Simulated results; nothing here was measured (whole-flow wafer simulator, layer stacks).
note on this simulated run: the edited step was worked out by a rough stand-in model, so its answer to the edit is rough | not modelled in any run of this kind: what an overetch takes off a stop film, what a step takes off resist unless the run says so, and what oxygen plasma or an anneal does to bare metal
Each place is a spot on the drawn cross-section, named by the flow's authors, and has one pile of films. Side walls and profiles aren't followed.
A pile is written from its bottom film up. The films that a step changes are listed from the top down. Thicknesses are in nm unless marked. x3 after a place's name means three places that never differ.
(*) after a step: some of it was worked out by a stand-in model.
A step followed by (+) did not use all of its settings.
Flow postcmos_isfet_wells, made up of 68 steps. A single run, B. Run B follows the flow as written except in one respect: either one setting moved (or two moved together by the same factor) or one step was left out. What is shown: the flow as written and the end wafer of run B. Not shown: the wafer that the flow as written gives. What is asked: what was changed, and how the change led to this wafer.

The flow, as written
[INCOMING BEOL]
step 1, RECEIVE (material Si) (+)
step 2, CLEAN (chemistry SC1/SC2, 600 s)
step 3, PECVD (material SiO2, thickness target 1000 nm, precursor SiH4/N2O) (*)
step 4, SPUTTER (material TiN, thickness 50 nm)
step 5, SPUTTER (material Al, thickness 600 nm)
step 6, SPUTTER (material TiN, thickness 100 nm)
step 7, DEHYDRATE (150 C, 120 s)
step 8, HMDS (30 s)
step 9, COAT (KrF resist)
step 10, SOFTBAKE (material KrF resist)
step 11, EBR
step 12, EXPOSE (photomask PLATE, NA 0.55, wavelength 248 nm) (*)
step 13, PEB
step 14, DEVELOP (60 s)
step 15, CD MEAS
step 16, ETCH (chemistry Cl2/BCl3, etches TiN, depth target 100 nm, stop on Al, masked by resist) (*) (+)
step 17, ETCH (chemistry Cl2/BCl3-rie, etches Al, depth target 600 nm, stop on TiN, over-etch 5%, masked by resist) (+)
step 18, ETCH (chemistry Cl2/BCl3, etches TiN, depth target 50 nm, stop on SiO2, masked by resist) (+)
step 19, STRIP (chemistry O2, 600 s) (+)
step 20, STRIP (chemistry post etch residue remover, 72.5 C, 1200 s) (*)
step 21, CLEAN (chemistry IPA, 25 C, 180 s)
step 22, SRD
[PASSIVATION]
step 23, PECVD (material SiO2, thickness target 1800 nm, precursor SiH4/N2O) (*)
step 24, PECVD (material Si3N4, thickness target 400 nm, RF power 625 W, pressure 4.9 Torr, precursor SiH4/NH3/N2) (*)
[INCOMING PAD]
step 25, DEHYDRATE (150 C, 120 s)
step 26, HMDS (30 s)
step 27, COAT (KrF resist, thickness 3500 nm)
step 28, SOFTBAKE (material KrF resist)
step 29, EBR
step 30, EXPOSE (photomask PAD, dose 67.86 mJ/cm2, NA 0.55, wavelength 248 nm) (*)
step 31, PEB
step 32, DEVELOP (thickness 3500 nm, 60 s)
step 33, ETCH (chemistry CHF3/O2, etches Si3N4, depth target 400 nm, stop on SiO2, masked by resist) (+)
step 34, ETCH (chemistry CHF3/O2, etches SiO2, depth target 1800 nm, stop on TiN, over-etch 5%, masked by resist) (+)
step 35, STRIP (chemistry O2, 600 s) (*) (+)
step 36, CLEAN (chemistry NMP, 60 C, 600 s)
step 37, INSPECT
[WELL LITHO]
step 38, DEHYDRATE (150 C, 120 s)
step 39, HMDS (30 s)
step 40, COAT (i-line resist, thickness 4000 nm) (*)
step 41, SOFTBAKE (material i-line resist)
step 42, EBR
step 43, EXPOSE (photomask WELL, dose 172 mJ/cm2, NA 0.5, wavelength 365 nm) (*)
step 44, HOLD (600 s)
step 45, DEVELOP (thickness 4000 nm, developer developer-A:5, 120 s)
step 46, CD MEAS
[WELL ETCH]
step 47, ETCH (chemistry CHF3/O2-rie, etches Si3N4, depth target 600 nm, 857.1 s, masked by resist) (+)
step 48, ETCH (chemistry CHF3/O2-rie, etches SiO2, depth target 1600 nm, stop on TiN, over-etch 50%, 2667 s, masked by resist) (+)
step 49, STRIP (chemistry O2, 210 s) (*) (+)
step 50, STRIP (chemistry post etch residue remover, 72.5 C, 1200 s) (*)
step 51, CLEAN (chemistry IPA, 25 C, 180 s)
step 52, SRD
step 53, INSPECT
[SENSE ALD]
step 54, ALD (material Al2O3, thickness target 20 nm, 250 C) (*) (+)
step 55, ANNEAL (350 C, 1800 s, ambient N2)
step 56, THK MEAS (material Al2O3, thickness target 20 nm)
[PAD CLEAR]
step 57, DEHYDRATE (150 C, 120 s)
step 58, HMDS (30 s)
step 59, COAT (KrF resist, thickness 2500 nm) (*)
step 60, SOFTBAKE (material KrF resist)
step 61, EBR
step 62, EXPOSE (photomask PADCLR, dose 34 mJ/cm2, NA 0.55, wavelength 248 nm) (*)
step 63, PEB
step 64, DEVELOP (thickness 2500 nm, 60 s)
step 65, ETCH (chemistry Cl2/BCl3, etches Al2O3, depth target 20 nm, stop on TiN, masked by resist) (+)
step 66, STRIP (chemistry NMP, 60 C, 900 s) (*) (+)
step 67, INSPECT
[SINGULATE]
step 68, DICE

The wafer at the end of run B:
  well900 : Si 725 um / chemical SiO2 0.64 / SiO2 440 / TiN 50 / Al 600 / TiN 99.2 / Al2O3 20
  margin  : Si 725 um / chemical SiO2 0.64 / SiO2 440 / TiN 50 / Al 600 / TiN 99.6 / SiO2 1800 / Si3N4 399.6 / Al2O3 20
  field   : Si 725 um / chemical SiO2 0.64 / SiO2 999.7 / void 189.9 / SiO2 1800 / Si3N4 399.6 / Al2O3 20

What caused this: step 3, PECVD: thickness target 440 nm was run, though the flow has thickness target 1000 nm.
The wafer lets one read it off: well900 has SiO2 440, and step 3 as written asks for 1000 nm.

Step by step, how the change led to this:
  step 3, PECVD (material SiO2, thickness target 1000 nm, precursor SiH4/N2O) (*)
      field, margin, well900, well1300 x3, pad_rim, pad_clr, pad_open: SiO2 gains 440 (new film) (as written it would have been: SiO2 gains 1000 (new film))
